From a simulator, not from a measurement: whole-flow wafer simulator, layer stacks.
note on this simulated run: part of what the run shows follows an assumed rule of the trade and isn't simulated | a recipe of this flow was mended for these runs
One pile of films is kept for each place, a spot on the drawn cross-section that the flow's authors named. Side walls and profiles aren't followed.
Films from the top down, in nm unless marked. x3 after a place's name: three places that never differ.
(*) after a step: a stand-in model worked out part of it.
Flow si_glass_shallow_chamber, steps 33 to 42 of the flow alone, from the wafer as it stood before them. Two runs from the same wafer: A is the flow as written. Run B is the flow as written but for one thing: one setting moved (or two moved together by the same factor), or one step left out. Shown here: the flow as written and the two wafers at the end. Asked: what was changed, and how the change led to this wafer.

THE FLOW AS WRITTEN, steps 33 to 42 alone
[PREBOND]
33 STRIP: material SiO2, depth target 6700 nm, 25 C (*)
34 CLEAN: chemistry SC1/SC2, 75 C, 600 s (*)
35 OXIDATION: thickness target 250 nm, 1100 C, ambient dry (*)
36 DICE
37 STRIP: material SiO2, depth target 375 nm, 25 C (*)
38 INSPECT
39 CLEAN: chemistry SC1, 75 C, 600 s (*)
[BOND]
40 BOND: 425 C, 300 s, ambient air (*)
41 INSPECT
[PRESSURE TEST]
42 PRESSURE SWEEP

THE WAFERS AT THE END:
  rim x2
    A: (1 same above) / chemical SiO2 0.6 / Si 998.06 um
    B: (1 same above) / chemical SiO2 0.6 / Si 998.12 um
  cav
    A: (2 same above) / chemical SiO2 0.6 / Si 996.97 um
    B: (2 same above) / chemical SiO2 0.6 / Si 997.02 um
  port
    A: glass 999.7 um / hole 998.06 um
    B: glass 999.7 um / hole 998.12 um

The cause: step 35, OXIDATION: thickness target 125 nm was run, where the flow has thickness target 250 nm.

How the change led to this, step by step:
  35 OXIDATION: thickness target 250 nm, 1100 C, ambient dry (*)
      rim x2, cav, septum, ring: A SiO2 +250 (new film), chemical SiO2 -0.6 (all of it), Si -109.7 | B SiO2 +125 (new film), chemical SiO2 -0.6 (all of it), Si -54.7
  37 STRIP: material SiO2, depth target 375 nm, 25 C (*)
      rim x2, cav, septum, ring: A SiO2 -250 (all of it) | B SiO2 -125 (all of it)
  40 BOND: 425 C, 300 s, ambient air (*)
      port: A glass +999.7 um (new film), hole +1017.3 | B glass +999.7 um (new film), hole +1072.3
